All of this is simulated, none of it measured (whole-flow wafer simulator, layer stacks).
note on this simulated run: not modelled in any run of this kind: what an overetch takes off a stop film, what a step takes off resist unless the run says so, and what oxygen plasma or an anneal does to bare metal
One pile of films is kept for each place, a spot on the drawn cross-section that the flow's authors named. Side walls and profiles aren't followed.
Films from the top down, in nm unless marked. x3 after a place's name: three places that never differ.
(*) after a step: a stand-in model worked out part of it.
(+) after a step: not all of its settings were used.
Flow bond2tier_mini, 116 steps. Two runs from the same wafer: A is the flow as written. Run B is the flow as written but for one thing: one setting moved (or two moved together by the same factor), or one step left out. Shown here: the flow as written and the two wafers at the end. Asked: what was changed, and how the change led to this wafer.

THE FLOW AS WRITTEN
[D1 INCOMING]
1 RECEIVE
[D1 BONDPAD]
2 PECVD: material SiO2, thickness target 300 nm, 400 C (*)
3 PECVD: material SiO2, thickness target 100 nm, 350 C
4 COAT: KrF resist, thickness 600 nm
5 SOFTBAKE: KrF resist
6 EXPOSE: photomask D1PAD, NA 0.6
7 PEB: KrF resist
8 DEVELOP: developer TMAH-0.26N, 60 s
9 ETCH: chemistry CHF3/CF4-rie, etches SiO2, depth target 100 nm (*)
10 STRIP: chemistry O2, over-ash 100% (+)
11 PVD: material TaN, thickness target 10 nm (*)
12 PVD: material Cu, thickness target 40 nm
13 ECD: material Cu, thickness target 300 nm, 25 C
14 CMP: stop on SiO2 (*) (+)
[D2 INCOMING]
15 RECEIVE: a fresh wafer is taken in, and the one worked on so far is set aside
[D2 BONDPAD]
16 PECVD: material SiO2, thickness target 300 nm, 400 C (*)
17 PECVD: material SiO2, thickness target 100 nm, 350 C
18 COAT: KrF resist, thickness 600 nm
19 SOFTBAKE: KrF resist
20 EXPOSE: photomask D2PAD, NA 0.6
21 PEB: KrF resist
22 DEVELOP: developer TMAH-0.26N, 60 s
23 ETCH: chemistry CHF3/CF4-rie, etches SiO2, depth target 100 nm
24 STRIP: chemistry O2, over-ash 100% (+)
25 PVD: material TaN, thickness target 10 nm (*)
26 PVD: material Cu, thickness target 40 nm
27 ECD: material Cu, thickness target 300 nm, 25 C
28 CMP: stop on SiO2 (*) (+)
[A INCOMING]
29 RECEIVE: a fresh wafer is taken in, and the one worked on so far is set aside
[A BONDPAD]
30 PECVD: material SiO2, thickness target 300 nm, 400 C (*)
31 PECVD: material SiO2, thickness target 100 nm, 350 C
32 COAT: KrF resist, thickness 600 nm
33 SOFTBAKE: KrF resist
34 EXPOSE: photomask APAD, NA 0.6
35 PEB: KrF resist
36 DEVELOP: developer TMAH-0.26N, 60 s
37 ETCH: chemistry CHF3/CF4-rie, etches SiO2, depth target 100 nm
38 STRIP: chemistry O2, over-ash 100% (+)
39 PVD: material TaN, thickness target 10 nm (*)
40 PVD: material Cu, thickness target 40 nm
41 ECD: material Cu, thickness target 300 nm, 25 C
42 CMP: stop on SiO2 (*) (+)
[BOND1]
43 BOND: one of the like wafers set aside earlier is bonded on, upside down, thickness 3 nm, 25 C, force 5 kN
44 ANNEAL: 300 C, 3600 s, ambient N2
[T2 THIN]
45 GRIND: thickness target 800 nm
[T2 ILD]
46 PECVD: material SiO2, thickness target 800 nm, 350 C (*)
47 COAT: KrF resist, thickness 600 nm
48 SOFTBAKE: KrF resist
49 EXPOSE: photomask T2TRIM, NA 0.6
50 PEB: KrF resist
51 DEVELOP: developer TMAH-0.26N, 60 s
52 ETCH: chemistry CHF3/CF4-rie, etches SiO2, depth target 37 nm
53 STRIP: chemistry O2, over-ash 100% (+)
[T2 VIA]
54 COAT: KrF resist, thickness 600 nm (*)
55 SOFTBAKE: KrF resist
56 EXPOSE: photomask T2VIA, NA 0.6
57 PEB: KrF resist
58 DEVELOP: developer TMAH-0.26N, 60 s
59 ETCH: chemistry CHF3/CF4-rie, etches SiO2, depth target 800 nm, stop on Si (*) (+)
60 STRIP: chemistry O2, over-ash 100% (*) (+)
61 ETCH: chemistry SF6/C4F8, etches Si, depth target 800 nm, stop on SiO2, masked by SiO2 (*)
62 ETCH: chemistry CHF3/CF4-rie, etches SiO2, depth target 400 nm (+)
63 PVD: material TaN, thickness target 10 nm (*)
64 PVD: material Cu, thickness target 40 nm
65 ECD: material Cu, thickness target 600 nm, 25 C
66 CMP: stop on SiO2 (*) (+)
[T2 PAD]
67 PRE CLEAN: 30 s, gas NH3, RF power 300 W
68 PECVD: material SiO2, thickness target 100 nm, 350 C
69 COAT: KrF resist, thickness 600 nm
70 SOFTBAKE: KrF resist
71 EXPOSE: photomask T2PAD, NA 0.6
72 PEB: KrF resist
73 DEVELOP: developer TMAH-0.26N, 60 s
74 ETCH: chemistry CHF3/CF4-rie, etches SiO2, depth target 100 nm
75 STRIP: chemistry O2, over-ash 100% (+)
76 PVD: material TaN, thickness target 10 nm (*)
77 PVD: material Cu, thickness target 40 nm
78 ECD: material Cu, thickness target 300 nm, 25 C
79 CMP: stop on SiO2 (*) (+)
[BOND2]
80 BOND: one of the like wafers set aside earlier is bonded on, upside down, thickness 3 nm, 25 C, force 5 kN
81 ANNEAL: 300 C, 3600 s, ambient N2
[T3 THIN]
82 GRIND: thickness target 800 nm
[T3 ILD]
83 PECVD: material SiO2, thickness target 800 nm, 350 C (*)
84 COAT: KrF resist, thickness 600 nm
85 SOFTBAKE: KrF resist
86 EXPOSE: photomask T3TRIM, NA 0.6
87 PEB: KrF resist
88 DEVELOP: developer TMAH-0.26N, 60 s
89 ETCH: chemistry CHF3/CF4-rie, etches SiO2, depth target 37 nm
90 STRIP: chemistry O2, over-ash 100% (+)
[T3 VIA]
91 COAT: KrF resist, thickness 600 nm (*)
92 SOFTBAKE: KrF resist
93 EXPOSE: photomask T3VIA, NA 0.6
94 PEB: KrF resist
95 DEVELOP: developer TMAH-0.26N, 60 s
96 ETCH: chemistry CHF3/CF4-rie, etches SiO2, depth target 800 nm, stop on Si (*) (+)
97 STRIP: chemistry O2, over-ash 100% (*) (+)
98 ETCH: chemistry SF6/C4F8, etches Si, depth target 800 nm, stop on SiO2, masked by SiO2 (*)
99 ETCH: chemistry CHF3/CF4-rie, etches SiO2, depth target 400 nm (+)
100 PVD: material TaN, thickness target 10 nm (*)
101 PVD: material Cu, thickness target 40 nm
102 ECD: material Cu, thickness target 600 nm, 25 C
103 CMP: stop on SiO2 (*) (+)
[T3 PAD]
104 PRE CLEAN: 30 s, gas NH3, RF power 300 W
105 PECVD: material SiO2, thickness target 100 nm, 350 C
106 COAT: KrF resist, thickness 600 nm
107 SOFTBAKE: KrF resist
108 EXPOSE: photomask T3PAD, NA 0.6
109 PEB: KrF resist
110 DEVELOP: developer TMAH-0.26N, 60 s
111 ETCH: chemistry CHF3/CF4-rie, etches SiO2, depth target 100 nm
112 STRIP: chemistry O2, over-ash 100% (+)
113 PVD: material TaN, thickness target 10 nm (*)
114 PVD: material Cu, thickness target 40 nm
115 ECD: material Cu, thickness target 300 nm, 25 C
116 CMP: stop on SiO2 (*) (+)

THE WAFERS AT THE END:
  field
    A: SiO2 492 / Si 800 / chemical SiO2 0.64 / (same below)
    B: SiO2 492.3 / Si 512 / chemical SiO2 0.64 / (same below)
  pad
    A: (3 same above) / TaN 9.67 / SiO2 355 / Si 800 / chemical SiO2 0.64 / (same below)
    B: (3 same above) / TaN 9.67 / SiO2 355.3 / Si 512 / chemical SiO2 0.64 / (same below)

The cause: step 82, GRIND: thickness target 512 nm was run, where the flow has thickness target 800 nm.
It can be read off the wafer: field has Si 512, and step 82 as written asks for 800 nm.

How the change led to this, step by step:
  82 GRIND: thickness target 800 nm
      field, pad: A Si -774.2 um | B Si -774.49 um
